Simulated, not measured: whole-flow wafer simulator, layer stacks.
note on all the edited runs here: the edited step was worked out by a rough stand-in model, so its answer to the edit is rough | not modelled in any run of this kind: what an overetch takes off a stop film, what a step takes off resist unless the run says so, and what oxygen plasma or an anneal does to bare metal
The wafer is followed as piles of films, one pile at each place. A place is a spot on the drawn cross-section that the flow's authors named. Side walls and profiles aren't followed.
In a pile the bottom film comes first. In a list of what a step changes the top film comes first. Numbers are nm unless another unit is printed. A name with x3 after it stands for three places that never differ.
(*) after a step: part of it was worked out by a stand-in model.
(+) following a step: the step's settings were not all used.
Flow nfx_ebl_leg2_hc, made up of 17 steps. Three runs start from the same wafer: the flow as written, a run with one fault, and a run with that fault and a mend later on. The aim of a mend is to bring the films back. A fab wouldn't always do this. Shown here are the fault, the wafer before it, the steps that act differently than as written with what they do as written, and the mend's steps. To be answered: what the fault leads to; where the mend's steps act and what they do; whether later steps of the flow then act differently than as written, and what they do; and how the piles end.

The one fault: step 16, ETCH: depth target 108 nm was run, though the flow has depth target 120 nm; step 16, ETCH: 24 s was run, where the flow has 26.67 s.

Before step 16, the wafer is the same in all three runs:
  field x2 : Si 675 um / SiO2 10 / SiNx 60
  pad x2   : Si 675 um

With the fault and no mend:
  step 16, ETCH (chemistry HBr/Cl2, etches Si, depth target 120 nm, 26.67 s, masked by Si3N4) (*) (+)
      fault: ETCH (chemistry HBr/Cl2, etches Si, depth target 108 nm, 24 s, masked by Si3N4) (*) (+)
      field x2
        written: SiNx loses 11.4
        fault: SiNx loses 10.3
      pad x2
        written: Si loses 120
        fault: Si loses 108
  None of the later steps of the flow acts differently than as written at any place that is followed.
  The piles end different from the flow's at field x2 by more than 2% or 0.5 nm, whichever is larger.
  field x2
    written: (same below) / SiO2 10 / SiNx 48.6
    fault: (same below) / SiO2 10 / SiNx 49.7

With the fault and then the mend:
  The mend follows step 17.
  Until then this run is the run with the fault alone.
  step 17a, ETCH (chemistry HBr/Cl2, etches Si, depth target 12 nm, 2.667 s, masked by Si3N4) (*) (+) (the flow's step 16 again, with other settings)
      field x2
        SiNx loses 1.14
      pad x2
        Si loses 12
  None of the later steps of the flow acts differently than as written at any place that is followed.
  The piles end the same as the flow's at every place that both follow.
